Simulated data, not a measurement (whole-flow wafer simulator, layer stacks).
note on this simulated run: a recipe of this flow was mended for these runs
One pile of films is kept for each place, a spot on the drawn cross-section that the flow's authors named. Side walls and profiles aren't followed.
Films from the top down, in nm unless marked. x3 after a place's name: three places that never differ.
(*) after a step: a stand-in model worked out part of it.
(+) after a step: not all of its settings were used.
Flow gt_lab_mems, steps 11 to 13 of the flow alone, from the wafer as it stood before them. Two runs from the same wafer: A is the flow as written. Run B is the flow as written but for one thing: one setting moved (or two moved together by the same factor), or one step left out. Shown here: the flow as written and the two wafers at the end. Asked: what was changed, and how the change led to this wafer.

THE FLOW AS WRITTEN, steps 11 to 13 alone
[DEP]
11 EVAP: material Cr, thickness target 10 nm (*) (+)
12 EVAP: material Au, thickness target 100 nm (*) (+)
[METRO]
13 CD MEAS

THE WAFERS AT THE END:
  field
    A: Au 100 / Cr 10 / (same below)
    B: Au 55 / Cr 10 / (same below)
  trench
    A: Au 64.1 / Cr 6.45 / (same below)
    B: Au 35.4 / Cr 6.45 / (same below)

The cause: step 12, EVAP: thickness target 55 nm was run, where the flow has thickness target 100 nm.
It can be read off the wafer: field has Au 55, and step 12 as written asks for 100 nm.

How the change led to this, step by step:
  12 EVAP: material Au, thickness target 100 nm (*) (+)
      field: A Au +100 (new film) | B Au +55 (new film)
      trench: A Au +64.1 (new film) | B Au +35.4 (new film)
